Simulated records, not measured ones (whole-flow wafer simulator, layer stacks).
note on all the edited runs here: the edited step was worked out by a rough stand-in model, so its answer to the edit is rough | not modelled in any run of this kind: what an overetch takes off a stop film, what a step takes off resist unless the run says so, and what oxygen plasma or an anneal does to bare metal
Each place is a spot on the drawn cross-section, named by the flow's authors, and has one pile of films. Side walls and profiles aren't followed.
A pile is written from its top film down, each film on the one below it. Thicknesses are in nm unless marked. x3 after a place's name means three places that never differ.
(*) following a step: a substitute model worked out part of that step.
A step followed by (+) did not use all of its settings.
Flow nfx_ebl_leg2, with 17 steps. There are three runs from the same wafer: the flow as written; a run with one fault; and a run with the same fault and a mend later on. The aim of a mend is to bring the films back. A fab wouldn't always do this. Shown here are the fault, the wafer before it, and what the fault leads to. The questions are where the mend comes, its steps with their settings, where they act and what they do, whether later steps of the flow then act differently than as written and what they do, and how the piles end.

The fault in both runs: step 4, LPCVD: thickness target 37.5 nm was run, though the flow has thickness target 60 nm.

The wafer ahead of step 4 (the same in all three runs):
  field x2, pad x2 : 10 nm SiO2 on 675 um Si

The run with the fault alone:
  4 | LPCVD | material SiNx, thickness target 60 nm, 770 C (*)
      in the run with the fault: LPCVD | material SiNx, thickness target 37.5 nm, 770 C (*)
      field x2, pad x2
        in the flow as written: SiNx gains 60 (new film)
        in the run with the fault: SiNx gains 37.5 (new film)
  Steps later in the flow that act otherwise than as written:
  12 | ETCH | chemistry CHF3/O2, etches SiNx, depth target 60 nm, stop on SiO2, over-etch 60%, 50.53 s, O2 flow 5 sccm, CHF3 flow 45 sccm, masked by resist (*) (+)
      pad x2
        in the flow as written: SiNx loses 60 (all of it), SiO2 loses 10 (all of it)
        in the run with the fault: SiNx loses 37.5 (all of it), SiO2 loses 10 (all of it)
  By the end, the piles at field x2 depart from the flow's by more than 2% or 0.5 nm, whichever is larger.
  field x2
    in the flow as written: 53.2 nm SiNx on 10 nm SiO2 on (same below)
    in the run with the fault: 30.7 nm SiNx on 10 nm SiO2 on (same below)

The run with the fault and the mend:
  The mend follows step 5.
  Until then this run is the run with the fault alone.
  5a | LPCVD | material SiNx, thickness target 22.5 nm, 770 C (*) (the flow's step 4, run once more with other settings)
      field x2, pad x2
        SiNx gains 22.5
  None of the later steps of the flow acts differently than as written at any place that is followed.
  At every place that both follow, the piles at the end match the flow's.
